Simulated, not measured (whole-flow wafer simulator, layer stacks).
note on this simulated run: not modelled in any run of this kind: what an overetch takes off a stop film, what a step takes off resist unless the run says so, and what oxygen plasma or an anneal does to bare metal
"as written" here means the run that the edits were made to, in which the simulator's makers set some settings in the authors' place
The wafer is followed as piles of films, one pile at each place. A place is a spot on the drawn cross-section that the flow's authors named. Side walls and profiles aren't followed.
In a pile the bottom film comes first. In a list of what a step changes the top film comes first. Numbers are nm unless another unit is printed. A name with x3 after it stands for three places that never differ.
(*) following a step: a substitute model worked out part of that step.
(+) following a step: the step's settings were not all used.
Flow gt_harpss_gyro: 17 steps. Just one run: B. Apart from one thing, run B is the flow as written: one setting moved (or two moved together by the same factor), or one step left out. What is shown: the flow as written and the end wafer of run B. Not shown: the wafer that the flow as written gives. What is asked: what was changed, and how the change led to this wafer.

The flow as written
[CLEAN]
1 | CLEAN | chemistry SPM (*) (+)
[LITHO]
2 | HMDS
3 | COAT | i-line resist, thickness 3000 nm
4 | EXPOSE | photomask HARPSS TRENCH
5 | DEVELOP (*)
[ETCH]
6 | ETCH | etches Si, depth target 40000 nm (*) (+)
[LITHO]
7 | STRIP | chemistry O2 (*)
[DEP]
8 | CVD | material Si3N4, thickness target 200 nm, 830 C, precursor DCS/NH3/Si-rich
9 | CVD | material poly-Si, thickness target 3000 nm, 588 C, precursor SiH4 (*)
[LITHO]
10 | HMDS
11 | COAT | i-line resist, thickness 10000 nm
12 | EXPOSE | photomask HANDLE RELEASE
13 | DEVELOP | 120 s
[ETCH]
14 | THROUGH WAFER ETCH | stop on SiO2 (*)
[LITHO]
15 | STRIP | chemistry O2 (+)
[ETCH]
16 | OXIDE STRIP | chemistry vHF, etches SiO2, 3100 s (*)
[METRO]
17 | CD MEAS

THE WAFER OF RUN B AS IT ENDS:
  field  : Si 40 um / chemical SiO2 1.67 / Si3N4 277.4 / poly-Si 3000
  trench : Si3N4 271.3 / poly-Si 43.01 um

What caused this: step 8, CVD: thickness target 277.4 nm was run, whereas the flow has thickness target 200 nm.
One can read it off the wafer: field has Si3N4 277.4, and step 8 as written asks for 200 nm.

Step by step, how the change led to this:
  8 | CVD | material Si3N4, thickness target 200 nm, 830 C, precursor DCS/NH3/Si-rich
      field: Si3N4 gains 277.4 (new film) (it would be, as written: Si3N4 gains 200 (new film))
      trench: Si3N4 gains 271.3 (new film) (it would be, as written: Si3N4 gains 195.9 (new film))
